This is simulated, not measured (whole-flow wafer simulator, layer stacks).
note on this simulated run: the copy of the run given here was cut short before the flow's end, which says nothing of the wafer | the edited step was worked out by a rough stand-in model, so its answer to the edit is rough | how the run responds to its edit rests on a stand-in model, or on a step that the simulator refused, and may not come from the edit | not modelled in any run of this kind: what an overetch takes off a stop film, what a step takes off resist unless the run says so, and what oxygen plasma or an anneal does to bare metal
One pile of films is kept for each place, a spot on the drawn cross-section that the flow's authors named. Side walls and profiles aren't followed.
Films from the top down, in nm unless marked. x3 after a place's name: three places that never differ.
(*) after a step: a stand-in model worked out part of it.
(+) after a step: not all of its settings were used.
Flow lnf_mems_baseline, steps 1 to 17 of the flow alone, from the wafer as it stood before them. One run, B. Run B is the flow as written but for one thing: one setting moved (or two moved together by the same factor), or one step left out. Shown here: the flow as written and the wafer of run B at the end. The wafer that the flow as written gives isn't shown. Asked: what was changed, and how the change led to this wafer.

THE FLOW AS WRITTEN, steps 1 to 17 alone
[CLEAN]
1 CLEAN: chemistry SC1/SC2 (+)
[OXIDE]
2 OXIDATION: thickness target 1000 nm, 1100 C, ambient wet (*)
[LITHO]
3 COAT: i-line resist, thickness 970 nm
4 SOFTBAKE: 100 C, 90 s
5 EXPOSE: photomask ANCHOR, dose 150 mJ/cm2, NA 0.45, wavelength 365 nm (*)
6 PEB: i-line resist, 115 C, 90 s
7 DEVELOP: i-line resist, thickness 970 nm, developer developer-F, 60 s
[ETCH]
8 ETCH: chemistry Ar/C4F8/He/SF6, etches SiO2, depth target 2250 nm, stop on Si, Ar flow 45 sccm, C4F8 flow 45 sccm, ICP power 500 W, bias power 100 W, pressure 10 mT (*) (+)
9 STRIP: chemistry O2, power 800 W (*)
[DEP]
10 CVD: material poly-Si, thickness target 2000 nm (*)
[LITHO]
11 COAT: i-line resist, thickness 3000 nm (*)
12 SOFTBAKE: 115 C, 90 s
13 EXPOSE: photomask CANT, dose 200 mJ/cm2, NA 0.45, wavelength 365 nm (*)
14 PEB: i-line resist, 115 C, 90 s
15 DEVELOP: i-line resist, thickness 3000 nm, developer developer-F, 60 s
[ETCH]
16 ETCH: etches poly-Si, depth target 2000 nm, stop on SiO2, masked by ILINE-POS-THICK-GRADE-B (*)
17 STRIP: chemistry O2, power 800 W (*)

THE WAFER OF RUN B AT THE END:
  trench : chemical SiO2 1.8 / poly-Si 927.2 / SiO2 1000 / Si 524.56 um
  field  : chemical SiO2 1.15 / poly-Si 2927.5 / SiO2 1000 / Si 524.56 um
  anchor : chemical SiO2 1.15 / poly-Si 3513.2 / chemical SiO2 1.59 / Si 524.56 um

The cause: step 10, CVD: thickness target 2928 nm was run, where the flow has thickness target 2000 nm.

How the change led to this, step by step:
  10 CVD: material poly-Si, thickness target 2000 nm (*)
      field, beam, trench, char_slit: poly-Si +2928 (new film) (as written it would be: poly-Si +2000 (new film))
      anchor: poly-Si +3513.7 (new film) (as written it would be: poly-Si +2322 (new film))
  11 COAT: i-line resist, thickness 3000 nm (*)
      anchor: i-line resist +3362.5 (new film) (as written it would be: i-line resist +3611.6 (new film))
  12 SOFTBAKE: 115 C, 90 s
      field: i-line resist -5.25 (as written it would be: i-line resist -6.66)
      anchor: i-line resist +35 (as written it would be: i-line resist +45.4)
      (and at 2 more places)
  14 PEB: i-line resist, 115 C, 90 s
      anchor: i-line resist -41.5 (as written it would be: i-line resist -46.1)
  16 ETCH: etches poly-Si, depth target 2000 nm, stop on SiO2, masked by ILINE-POS-THICK-GRADE-B (*)
      trench, char_slit: poly-Si -2000 (as written it would be: poly-Si -2000 (all of it))
  17 STRIP: chemistry O2, power 800 W (*)
      trench, char_slit: chemical SiO2 +1.8 (new film), poly-Si -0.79 (as written it would be: nothing)
      anchor: chemical SiO2 +1.15 (new film), i-line resist -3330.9 (all of it), poly-Si -0.51 (as written it would be: chemical SiO2 +1.17 (new film), i-line resist -3585.8 (all of it), poly-Si -0.52)
